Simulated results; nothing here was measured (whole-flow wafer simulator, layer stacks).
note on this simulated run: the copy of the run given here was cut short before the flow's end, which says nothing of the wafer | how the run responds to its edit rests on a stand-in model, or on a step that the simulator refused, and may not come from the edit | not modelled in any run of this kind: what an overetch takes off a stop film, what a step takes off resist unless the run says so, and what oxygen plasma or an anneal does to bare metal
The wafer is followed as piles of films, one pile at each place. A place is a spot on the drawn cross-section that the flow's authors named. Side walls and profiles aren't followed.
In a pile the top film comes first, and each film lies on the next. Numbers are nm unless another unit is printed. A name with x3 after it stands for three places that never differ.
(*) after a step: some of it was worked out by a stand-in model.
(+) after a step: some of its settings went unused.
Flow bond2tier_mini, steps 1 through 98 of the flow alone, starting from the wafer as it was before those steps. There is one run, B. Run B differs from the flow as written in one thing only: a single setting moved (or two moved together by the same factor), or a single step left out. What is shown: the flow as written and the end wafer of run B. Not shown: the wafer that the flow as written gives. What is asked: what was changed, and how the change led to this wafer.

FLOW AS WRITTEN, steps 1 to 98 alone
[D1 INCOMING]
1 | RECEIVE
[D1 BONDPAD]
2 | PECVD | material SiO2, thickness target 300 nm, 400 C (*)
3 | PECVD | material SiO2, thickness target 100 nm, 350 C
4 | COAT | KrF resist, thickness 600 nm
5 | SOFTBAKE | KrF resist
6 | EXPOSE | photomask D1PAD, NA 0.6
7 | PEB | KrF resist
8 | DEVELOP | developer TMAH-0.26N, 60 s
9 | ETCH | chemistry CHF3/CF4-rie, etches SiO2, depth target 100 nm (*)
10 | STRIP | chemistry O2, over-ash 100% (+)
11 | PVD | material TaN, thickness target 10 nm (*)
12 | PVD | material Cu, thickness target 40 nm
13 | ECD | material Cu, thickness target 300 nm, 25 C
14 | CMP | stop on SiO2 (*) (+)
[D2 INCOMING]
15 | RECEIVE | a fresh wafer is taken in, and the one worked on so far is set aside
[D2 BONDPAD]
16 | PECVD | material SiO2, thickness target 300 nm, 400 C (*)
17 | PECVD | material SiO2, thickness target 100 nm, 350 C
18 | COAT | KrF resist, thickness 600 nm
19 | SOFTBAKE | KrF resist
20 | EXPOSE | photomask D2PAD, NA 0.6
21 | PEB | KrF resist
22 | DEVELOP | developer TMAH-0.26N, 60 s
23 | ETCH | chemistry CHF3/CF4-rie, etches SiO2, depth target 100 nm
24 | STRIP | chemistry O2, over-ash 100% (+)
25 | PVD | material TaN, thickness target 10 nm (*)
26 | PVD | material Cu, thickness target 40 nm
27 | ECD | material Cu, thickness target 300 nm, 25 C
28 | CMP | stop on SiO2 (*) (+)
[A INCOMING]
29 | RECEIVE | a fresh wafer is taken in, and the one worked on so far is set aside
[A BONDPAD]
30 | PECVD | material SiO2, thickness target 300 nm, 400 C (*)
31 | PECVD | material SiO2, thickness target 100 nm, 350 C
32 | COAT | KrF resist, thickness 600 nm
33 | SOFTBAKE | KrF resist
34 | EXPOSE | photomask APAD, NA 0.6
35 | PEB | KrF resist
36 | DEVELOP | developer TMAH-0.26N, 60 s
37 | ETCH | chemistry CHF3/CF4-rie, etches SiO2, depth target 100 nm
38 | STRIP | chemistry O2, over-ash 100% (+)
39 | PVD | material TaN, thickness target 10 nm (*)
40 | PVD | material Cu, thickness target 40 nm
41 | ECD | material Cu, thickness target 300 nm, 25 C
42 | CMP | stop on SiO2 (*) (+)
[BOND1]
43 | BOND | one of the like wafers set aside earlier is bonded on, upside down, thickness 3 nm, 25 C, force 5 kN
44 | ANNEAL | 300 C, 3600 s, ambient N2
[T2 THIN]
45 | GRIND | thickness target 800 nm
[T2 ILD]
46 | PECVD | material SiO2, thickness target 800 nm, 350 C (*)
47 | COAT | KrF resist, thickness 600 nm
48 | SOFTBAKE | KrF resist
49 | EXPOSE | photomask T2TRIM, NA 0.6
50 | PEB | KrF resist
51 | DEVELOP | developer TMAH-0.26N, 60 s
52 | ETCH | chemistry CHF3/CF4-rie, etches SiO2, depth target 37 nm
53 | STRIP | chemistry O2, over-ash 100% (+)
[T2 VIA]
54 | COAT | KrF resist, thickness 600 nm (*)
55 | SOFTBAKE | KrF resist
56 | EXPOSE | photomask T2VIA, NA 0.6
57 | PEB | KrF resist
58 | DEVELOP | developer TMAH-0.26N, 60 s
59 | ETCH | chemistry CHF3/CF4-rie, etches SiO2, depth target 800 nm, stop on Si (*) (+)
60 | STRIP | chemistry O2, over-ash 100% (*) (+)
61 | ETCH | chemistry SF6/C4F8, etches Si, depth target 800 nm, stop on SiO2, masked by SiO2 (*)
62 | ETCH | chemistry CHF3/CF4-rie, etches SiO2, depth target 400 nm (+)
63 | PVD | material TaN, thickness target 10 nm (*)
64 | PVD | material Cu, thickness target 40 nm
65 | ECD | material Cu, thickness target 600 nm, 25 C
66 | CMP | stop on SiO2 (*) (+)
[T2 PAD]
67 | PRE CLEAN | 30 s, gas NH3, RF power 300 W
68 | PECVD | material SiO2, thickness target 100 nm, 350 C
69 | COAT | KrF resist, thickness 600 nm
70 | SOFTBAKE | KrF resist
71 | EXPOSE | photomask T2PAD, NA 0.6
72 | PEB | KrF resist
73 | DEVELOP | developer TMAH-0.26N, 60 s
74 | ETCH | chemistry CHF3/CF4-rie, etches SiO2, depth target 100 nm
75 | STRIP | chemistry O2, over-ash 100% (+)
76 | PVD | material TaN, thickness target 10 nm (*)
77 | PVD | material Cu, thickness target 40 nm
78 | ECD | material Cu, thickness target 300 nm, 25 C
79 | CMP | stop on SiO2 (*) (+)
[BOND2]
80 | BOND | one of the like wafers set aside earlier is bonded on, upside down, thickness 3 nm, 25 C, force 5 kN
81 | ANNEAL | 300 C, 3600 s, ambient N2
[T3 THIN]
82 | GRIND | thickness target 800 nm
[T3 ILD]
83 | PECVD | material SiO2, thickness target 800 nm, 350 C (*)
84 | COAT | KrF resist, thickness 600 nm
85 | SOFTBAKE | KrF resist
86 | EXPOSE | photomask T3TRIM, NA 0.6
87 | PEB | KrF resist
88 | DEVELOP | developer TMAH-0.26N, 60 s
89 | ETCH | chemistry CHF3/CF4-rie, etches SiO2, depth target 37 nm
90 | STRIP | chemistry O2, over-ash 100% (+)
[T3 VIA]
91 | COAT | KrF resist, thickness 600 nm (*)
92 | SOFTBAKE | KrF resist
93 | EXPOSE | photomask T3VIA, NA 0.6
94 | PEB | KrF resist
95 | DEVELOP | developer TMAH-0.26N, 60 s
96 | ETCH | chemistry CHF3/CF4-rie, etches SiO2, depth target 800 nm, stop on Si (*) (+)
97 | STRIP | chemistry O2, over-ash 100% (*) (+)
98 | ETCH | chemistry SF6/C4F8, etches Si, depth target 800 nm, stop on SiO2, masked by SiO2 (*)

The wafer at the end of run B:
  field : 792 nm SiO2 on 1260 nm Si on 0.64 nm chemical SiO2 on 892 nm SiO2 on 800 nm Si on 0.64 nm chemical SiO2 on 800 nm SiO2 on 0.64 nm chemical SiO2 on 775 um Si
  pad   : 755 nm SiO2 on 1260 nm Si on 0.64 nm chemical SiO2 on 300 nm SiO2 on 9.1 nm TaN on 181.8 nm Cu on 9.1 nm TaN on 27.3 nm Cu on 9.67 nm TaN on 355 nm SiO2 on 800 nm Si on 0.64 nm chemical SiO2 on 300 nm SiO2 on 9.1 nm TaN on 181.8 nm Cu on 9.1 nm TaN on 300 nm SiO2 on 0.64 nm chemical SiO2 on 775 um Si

What caused this: step 82, GRIND: thickness target 1260 nm was run, while the flow as written has thickness target 800 nm.
The wafer itself shows it: field has Si 1260, and step 82 as written asks for 800 nm.

Step by step, how the change led to this:
  82 | GRIND | thickness target 800 nm
      field, pad: Si loses 773.74 um (it would be, as written: Si loses 774.2 um)
